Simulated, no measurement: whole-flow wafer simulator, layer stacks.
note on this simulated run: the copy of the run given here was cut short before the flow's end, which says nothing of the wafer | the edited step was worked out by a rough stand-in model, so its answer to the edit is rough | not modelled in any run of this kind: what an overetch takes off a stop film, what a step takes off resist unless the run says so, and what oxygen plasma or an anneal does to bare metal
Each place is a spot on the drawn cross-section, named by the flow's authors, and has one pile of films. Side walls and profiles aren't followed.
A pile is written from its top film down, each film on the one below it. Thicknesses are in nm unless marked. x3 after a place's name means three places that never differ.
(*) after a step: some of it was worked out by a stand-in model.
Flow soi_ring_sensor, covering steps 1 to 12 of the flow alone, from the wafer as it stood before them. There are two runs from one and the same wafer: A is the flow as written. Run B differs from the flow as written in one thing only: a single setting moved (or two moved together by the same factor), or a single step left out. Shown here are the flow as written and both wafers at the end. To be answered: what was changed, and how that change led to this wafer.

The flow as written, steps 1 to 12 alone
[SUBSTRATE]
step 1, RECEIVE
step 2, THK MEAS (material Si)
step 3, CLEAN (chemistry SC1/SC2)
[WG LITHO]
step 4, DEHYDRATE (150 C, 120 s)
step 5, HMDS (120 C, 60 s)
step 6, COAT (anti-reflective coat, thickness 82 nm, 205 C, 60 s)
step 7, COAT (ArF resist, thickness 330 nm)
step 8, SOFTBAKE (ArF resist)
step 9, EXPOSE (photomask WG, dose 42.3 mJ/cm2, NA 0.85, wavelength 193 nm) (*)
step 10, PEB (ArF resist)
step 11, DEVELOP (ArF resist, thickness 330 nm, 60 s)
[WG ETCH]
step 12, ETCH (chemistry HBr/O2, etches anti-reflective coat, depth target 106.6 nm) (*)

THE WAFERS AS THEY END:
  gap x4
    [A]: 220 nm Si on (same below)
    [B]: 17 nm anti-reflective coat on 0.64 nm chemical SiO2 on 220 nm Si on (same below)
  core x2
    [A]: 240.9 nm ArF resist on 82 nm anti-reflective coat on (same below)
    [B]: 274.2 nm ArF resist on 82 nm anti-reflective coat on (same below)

The reason: step 12, ETCH: depth target 65 nm was run, while the flow as written has depth target 106.6 nm.

The path from the change to this, step by step:
  step 12, ETCH (chemistry HBr/O2, etches anti-reflective coat, depth target 106.6 nm) (*)
      gap x4: A anti-reflective coat loses 82 (all of it), chemical SiO2 loses 0.64 (all of it) | B anti-reflective coat loses 65
      core x2: A ArF resist loses 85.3 | B ArF resist loses 52
